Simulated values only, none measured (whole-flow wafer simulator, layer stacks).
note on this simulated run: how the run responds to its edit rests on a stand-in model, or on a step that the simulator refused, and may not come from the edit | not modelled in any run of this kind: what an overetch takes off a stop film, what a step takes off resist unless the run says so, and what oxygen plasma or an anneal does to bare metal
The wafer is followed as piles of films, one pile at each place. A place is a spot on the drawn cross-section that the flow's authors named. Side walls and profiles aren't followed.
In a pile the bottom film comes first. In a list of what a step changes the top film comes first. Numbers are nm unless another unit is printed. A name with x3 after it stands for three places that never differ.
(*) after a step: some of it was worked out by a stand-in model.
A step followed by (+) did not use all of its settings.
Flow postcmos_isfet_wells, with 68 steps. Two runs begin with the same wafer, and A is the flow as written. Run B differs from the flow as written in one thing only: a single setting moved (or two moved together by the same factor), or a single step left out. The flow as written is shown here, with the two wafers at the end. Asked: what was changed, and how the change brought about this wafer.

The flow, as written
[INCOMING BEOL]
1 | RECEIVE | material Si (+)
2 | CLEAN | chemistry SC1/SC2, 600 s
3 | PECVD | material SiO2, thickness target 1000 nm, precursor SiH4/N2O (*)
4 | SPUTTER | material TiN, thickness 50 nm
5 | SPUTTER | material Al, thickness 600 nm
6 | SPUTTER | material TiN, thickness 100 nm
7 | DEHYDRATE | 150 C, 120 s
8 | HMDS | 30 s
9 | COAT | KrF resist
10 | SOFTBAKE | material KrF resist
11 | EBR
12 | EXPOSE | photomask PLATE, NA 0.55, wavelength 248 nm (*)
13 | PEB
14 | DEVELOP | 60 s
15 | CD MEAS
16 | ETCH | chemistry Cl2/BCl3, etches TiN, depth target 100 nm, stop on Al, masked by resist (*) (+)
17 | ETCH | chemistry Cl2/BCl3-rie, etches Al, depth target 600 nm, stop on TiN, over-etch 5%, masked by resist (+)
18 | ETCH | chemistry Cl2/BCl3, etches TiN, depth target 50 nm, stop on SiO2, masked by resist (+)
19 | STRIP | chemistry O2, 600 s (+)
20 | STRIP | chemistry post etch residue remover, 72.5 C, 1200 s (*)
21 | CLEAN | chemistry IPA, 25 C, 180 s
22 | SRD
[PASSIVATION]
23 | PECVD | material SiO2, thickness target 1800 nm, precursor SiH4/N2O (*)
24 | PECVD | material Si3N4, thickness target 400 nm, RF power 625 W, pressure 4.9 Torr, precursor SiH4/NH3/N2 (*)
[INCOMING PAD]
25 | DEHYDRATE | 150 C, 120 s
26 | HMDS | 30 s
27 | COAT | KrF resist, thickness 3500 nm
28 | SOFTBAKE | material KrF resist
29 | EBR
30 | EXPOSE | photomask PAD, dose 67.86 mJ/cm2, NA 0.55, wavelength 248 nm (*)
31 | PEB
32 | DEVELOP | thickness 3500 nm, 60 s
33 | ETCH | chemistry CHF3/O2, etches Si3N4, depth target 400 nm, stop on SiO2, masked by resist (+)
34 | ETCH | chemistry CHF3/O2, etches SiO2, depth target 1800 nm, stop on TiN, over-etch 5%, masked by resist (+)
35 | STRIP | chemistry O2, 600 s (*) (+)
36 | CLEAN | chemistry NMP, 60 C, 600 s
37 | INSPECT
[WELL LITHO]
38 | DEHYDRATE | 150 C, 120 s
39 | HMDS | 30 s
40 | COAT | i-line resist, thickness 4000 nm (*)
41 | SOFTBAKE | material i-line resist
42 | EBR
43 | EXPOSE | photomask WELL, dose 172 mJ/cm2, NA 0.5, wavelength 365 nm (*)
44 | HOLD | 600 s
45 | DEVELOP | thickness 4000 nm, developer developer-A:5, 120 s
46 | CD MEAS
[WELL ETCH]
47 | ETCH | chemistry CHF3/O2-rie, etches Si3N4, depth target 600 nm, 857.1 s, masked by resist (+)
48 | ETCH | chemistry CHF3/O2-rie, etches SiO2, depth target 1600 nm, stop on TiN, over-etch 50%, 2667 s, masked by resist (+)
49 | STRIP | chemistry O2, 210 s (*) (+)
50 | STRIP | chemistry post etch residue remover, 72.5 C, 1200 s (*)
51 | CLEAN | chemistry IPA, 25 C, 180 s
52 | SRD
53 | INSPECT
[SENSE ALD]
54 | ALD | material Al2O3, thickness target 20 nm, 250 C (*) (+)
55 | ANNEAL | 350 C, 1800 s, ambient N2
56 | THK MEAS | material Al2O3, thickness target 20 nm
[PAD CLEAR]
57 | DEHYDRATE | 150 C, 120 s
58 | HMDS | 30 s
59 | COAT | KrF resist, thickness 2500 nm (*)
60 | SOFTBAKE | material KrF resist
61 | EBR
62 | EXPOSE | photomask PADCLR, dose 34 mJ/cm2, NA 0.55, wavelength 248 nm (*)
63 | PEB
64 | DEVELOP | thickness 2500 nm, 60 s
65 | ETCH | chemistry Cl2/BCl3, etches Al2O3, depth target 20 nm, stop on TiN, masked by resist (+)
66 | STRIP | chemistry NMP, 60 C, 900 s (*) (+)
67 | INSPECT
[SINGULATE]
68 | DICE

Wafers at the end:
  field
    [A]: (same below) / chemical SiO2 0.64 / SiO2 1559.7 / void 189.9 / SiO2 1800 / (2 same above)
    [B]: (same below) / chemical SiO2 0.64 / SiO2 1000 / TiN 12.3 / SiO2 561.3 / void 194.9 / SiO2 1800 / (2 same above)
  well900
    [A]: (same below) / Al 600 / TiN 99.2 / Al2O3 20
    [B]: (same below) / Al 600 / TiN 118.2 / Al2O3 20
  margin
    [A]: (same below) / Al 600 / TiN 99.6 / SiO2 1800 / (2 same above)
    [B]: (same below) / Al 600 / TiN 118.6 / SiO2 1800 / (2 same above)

Cause: step 6, SPUTTER: thickness 119 nm was run, whereas the flow has thickness 100 nm.

Step by step, how the change led to this:
  6 | SPUTTER | material TiN, thickness 100 nm
      field, margin, well900, well1300 x3, pad_rim, pad_clr, pad_open: A TiN gains 100 (new film) | B TiN gains 119 (new film)
  16 | ETCH | chemistry Cl2/BCl3, etches TiN, depth target 100 nm, stop on Al, masked by resist (*) (+)
      field: A TiN loses 100 (all of it) | B TiN loses 100
  17 | ETCH | chemistry Cl2/BCl3-rie, etches Al, depth target 600 nm, stop on TiN, over-etch 5%, masked by resist (+)
      field: A Al loses 600 (all of it) | B TiN loses 19 (all of it), Al loses 569.6
  18 | ETCH | chemistry Cl2/BCl3, etches TiN, depth target 50 nm, stop on SiO2, masked by resist (+)
      field: A TiN loses 50 (all of it) | B Al loses 30.4 (all of it), TiN loses 37.2
  23 | PECVD | material SiO2, thickness target 1800 nm, precursor SiH4/N2O (*)
      field: A SiO2 gains 1800 (new film), void gains 189.9 (new film), SiO2 gains 559.7 | B SiO2 gains 1800 (new film), void gains 194.9 (new film), SiO2 gains 561.3 (new film)
Taking metal films that touch as one body, field has 1 body; the flow as written gives 0 bodies.
